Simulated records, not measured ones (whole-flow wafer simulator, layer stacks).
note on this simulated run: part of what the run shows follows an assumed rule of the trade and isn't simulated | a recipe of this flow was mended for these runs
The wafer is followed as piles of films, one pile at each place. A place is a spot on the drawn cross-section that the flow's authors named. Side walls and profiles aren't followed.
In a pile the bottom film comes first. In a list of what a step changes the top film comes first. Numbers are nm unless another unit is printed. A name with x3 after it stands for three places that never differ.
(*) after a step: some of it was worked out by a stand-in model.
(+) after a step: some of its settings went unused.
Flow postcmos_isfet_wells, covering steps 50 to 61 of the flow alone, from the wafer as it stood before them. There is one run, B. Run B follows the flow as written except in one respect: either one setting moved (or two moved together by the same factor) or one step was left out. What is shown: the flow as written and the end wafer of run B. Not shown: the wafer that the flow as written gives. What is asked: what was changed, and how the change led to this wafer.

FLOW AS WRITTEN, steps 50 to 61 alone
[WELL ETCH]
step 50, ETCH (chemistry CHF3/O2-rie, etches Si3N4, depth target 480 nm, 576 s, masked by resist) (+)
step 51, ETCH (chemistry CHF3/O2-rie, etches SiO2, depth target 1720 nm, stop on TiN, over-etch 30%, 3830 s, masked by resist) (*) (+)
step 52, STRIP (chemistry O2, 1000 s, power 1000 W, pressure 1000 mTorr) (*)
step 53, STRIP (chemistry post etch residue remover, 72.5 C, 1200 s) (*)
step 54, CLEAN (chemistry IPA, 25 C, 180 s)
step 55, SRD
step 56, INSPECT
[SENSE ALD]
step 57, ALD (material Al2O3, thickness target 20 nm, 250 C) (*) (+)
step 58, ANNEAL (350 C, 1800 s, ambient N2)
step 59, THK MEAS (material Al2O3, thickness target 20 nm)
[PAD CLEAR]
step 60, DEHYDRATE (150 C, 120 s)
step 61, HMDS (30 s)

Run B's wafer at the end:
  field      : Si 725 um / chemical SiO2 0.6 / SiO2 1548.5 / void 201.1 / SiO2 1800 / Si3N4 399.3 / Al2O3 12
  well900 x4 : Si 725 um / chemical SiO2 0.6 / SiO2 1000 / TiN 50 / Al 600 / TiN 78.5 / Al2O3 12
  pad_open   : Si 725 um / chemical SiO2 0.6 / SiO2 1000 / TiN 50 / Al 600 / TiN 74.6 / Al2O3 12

What caused this: step 57, ALD: thickness target 12 nm was run, while the flow as written has thickness target 20 nm.
The wafer itself shows it: field has Al2O3 12, and step 57 as written asks for 20 nm.

Step by step, how the change led to this:
  step 57, ALD (material Al2O3, thickness target 20 nm, 250 C) (*) (+)
      field, margin x2, well900 x4, pad_clr, pad_open: Al2O3 gains 12 (new film) (it would be, as written: Al2O3 gains 20 (new film))
